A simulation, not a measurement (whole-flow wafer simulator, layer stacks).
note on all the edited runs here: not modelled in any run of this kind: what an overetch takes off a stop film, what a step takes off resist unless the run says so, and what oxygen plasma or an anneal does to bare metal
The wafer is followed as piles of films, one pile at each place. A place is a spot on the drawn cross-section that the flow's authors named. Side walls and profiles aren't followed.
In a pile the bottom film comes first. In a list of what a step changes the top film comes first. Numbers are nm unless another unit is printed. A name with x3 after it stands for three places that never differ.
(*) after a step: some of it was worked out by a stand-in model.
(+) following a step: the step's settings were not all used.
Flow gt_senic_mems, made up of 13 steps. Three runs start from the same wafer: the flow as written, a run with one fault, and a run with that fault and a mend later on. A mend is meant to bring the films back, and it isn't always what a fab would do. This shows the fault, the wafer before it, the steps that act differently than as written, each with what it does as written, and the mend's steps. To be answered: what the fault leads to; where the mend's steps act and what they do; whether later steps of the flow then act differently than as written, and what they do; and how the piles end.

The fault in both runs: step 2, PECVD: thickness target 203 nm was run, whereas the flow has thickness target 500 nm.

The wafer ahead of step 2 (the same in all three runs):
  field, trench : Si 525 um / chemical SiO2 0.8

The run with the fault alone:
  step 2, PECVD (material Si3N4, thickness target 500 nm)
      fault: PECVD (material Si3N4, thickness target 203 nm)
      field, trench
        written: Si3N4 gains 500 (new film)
        fault: Si3N4 gains 203 (new film)
  Later steps of the flow acting differently than as written (not shown: 2 more steps that differ only slightly, by at most 2% or 0.5 nm, whichever is larger):
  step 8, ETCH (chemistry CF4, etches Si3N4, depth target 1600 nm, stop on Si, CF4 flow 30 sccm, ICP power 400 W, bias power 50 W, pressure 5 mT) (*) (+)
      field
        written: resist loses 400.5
        fault: resist loses 202.5
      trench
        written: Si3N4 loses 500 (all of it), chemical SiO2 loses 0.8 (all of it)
        fault: Si3N4 loses 203 (all of it), chemical SiO2 loses 0.8 (all of it)
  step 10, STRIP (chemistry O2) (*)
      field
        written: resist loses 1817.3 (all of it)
        fault: resist loses 2015.3 (all of it)
  The piles end different from the flow's at field by more than 2% or 0.5 nm, whichever is larger.
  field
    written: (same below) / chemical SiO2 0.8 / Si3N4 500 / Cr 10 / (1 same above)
    fault: (same below) / chemical SiO2 0.8 / Si3N4 203 / Cr 10 / (1 same above)

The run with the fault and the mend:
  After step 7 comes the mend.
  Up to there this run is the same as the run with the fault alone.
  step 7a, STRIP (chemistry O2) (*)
      field
        resist loses 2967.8 (all of it)
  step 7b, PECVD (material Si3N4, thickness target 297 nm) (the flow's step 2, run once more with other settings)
      field, trench
        Si3N4 gains 297
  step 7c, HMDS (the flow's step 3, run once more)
      leaves every film unchanged at each place that is followed
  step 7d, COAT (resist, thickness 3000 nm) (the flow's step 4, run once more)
      field, trench
        resist gains 3000 (new film)
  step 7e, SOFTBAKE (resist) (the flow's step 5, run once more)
      leaves every film unchanged at each place that is followed
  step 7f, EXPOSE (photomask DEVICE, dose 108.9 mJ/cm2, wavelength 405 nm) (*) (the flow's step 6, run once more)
      leaves every film unchanged at each place that is followed
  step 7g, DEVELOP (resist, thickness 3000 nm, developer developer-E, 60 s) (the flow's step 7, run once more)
      field
        resist loses 32.2
      trench
        resist loses 3000 (all of it)
  Every later step of the flow that is run acts as written at every place that is followed.
  At every place that both follow, the piles at the end match the flow's.
